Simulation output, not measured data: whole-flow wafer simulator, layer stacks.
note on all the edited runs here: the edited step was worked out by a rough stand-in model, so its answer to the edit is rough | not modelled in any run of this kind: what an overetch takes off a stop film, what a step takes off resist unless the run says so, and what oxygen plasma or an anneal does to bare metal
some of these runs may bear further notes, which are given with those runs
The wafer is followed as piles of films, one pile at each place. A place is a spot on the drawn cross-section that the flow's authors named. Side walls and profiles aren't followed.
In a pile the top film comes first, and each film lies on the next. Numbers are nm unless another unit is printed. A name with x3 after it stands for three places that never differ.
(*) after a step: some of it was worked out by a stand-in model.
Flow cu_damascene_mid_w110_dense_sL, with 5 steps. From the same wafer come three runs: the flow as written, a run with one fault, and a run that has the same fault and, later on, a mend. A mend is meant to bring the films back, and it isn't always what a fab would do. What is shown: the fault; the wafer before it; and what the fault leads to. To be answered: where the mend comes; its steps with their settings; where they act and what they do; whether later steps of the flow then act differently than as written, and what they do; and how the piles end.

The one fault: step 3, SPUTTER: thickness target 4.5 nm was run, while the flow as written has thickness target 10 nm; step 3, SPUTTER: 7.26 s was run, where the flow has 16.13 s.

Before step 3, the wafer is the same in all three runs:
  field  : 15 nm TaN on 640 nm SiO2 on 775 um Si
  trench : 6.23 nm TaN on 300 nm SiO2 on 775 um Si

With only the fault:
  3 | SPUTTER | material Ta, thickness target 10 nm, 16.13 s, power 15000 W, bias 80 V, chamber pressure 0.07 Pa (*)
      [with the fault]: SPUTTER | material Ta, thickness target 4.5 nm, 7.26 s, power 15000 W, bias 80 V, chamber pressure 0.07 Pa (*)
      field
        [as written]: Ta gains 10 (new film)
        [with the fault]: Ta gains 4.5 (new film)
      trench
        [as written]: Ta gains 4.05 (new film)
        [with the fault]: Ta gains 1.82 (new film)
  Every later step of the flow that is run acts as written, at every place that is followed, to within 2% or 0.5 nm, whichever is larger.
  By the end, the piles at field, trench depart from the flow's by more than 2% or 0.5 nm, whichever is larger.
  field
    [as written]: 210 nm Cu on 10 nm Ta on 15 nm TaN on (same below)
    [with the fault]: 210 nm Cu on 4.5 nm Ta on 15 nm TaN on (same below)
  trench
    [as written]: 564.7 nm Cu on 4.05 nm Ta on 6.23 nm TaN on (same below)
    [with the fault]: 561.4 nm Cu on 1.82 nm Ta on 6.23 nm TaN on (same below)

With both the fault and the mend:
  The mend follows step 3.
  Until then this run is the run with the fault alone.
  3a | SPUTTER | material Ta, thickness target 5.5 nm, 8.871 s, power 15000 W, bias 80 V, chamber pressure 0.07 Pa (*) (the flow's step 3, run once more with other settings)
      field
        Ta gains 5.5
      trench
        Ta gains 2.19
  Every later step of the flow that is run acts as written at every place that is followed.
  When the end is reached, the piles differ only a little from the flow's at the places that both follow, at most by 2% or 0.5 nm, whichever is larger.
